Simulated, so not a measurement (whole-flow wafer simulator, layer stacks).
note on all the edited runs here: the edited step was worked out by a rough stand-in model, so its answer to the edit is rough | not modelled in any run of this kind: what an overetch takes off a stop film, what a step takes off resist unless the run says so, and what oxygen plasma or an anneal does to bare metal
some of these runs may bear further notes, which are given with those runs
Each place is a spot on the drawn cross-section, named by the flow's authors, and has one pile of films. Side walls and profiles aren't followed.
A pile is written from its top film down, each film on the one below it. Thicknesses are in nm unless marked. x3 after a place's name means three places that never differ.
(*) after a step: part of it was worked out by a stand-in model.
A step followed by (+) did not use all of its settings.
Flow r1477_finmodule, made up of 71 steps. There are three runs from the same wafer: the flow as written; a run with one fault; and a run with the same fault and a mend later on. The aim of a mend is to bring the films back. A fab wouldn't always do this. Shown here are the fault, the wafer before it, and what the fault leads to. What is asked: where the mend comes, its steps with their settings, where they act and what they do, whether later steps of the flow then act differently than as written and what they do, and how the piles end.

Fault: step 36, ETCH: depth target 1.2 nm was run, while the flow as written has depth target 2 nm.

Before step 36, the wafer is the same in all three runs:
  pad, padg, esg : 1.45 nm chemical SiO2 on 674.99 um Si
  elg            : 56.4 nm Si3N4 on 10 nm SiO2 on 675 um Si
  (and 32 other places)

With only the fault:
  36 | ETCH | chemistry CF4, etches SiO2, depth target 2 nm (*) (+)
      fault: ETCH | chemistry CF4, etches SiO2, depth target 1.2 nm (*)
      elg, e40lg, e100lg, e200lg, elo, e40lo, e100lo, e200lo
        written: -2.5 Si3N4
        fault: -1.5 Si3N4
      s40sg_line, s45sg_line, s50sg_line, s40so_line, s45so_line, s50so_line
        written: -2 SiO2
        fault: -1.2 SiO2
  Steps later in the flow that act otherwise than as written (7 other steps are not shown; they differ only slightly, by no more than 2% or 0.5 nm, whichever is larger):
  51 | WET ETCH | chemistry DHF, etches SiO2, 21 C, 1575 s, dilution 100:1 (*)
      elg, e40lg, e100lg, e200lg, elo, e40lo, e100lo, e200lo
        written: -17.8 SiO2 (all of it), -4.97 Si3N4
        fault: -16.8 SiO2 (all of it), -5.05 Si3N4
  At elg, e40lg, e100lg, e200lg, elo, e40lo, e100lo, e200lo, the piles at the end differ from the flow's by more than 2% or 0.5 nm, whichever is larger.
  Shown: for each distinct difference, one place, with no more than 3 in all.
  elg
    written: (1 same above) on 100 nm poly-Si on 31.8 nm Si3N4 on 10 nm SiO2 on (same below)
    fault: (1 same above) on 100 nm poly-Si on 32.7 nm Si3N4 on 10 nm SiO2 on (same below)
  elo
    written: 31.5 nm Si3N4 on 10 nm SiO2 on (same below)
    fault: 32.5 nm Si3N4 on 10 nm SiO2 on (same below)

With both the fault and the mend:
  The mend follows step 36.
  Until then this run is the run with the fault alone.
  36a | ETCH | chemistry CF4, etches SiO2, depth target 0.8 nm (*) (a further turn of the flow's step 36, with different settings)
      pad, padg, e40sg and 11 more
        -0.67 Si
      elg, e40lg, e100lg, e200lg, elo, e40lo, e100lo, e200lo
        -1 Si3N4
      s40sg_line, s45sg_line, s50sg_line, s40so_line, s45so_line, s50so_line
        -0.8 SiO2
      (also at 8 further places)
  None of the later steps of the flow differs from how it acts as written, at any place that is followed, by more than 2% or 0.5 nm, whichever is larger.
  The piles end only slightly different from the flow's at the places that both follow, by no more than 2% or 0.5 nm, whichever is larger.
